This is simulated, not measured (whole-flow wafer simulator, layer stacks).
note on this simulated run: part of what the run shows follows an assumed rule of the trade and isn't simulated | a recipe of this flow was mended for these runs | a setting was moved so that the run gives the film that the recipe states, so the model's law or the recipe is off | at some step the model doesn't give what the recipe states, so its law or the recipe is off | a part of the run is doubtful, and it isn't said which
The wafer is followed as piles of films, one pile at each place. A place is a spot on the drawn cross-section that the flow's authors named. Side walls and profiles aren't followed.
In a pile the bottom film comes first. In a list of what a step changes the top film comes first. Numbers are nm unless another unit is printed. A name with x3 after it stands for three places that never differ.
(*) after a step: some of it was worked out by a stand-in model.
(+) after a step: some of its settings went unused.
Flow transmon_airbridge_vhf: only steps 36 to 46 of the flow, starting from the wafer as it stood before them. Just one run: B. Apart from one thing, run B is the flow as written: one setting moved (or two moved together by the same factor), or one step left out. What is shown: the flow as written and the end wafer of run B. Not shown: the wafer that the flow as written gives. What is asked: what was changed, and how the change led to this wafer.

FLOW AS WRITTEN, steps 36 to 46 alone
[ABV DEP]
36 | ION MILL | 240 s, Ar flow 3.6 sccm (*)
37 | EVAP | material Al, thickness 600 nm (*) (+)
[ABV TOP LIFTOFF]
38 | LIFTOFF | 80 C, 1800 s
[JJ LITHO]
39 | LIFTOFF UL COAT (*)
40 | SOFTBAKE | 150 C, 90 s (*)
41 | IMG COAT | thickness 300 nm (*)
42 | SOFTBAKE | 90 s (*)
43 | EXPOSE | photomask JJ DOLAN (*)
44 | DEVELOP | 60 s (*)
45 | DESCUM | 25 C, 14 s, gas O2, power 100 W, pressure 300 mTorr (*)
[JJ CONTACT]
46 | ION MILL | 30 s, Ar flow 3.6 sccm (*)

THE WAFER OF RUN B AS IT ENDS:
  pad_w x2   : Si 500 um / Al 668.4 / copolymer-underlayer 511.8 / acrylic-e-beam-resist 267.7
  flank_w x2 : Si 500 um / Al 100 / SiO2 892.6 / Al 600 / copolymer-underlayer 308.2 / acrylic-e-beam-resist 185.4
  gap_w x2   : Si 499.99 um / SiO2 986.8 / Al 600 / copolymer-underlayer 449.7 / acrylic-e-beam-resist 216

The reason: step 36, ION MILL: 132 s was run, whereas the flow has 240 s.

Step by step, how the change led to this:
  36 | ION MILL | 240 s, Ar flow 3.6 sccm (*)
      field x3, jj_line, ground_far, trace_open_s x2, margin_s, margin_n: -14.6 i-line-resist (it would be, as written: -26.5 i-line-resist)
      flank_w x2, gap_w x2, cpw_trace, bridge_strip: -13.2 SiO2 (it would be, as written: -24 SiO2)
      (as well as at 2 more places)
  38 | LIFTOFF | 80 C, 1800 s
      margin_s, margin_n: -600 Al (all of it), -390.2 i-line-resist (all of it), -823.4 lift-off-underlayer (all of it), -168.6 acrylic-e-beam-resist (all of it) (it would be, as written: -600 Al (all of it), -378.2 i-line-resist (all of it), -823.4 lift-off-underlayer (all of it), -168.6 acrylic-e-beam-resist (all of it))
